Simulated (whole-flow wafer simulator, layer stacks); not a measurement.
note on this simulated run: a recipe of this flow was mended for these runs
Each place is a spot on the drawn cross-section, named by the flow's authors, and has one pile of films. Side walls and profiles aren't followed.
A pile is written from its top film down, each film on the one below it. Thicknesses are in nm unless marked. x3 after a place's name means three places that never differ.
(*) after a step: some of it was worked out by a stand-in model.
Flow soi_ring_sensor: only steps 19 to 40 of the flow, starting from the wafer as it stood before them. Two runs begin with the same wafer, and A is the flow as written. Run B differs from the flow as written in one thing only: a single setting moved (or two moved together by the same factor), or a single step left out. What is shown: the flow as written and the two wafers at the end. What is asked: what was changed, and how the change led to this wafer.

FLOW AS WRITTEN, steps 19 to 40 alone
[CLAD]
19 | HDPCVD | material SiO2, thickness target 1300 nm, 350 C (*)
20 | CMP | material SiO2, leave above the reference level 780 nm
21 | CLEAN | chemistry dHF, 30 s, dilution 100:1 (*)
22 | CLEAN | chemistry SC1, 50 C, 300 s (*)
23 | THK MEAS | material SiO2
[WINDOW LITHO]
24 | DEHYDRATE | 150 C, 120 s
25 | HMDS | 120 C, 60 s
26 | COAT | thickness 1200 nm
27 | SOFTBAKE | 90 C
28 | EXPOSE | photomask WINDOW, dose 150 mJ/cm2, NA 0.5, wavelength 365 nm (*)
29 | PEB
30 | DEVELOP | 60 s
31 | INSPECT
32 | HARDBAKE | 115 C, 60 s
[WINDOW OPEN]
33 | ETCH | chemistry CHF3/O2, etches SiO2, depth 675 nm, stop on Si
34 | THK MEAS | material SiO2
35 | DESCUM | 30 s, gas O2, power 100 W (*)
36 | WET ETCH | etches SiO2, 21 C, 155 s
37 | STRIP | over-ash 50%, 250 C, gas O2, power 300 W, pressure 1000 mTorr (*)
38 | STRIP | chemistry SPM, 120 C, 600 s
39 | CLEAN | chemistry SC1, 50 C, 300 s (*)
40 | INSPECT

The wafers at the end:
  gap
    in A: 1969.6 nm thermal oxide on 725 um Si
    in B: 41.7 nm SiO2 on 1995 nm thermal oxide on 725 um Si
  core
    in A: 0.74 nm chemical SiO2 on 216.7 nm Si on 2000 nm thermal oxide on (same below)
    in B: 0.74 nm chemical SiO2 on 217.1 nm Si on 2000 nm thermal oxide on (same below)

What caused this: step 36, WET ETCH: 121 s was run, though the flow has 155 s.

The path from the change to this, step by step:
  36 | WET ETCH | etches SiO2, 21 C, 155 s
      gap, window: A -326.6 SiO2 (all of it), -25 thermal oxide | B -284.3 SiO2
  39 | CLEAN | chemistry SC1, 50 C, 300 s (*)
      gap, window: A -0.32 thermal oxide | B -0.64 SiO2
